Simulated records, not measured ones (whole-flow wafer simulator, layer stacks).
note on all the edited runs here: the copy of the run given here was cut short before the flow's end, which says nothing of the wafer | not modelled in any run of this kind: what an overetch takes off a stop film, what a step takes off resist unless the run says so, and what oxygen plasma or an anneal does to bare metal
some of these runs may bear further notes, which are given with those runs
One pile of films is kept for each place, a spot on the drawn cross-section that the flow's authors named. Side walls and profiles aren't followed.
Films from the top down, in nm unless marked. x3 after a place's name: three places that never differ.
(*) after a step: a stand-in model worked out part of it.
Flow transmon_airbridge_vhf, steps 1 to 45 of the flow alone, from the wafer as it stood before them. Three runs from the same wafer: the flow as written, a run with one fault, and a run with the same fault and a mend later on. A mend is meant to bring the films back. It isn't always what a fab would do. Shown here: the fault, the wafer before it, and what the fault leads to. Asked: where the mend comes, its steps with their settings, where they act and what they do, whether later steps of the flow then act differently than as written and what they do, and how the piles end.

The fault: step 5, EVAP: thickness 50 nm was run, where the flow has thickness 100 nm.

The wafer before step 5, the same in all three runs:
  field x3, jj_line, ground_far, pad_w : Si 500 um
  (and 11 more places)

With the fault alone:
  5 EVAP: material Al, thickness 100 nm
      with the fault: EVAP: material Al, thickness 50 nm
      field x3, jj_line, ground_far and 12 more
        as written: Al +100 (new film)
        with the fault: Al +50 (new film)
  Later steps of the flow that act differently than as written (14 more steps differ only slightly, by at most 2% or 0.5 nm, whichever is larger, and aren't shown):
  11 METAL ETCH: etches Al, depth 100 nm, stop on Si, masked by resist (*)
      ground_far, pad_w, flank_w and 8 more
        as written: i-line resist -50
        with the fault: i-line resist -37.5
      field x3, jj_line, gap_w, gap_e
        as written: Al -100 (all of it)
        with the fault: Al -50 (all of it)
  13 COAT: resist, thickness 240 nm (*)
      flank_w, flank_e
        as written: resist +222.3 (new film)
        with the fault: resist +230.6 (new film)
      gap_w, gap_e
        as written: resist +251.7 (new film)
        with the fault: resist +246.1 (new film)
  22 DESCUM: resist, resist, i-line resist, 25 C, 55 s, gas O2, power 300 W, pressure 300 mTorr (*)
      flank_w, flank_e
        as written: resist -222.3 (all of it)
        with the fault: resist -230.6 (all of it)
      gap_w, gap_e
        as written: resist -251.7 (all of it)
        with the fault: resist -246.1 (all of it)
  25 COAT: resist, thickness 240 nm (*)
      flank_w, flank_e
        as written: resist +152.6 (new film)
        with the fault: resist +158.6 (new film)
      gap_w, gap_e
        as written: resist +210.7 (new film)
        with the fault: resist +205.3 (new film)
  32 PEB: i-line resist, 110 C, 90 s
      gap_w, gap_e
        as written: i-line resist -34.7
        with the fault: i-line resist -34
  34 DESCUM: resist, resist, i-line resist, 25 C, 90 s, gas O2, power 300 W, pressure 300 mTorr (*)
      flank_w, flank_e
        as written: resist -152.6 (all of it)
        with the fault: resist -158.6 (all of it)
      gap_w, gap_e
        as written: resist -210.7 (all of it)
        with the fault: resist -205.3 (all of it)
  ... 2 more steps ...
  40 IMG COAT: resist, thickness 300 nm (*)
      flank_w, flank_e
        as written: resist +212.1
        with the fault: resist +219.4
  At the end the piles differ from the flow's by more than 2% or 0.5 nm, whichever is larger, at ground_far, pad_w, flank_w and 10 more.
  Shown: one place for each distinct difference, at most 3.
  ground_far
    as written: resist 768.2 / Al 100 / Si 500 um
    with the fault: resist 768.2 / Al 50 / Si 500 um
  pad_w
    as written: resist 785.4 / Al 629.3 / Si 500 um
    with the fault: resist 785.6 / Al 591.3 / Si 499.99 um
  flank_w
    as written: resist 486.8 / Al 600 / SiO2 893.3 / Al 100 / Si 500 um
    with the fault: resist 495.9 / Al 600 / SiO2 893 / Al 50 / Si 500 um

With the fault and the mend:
  The mend comes after step 5.
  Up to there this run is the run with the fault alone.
  5a EVAP: material Al, thickness 50 nm (the flow's step 5 once more, with other settings)
      field x3, jj_line, ground_far and 12 more
        Al +50
  No later step of the flow acts differently than as written at any place that is followed.
  At the end the piles are the same as the flow's at every place that both follow.
